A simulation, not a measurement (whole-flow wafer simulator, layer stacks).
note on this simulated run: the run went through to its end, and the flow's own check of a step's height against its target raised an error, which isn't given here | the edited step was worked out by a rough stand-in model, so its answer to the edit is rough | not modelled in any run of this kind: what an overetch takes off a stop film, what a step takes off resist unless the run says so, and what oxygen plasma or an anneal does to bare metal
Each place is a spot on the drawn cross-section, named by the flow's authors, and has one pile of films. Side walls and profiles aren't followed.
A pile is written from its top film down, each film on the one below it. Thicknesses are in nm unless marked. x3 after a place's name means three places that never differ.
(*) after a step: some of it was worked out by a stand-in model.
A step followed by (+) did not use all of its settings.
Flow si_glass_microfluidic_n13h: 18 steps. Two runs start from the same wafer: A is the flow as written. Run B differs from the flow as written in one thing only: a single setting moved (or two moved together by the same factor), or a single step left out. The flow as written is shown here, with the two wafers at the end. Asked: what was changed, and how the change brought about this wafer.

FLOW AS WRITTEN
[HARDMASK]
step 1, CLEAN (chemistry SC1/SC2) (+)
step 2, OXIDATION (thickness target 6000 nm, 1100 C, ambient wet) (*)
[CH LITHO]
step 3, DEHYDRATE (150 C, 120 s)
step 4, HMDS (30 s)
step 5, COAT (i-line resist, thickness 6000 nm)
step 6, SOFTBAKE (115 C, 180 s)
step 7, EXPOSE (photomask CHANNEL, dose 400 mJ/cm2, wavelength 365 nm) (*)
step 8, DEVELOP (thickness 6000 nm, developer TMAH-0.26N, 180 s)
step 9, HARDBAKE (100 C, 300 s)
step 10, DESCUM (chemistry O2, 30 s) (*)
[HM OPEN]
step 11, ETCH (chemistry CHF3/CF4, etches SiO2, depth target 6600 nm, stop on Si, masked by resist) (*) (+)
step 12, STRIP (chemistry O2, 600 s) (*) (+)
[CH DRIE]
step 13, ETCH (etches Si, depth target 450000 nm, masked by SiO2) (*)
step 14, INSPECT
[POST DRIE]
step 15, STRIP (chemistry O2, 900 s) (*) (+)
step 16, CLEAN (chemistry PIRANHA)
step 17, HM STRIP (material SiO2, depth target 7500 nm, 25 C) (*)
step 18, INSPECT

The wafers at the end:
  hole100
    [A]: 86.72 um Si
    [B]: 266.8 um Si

The reason: step 13, ETCH: depth target 270000 nm was run, though the flow has depth target 450000 nm.

How this came from the change, step by step:
  step 13, ETCH (etches Si, depth target 450000 nm, masked by SiO2) (*)
      land: A SiO2 loses 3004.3 | B SiO2 loses 1803.7
      hole100: A chemical SiO2 loses 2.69 (all of it), Si loses 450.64 um | B chemical SiO2 loses 2.69 (all of it), Si loses 270.55 um
  step 17, HM STRIP (material SiO2, depth target 7500 nm, 25 C) (*)
      land: A SiO2 loses 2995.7 (all of it) | B SiO2 loses 4196.3 (all of it)
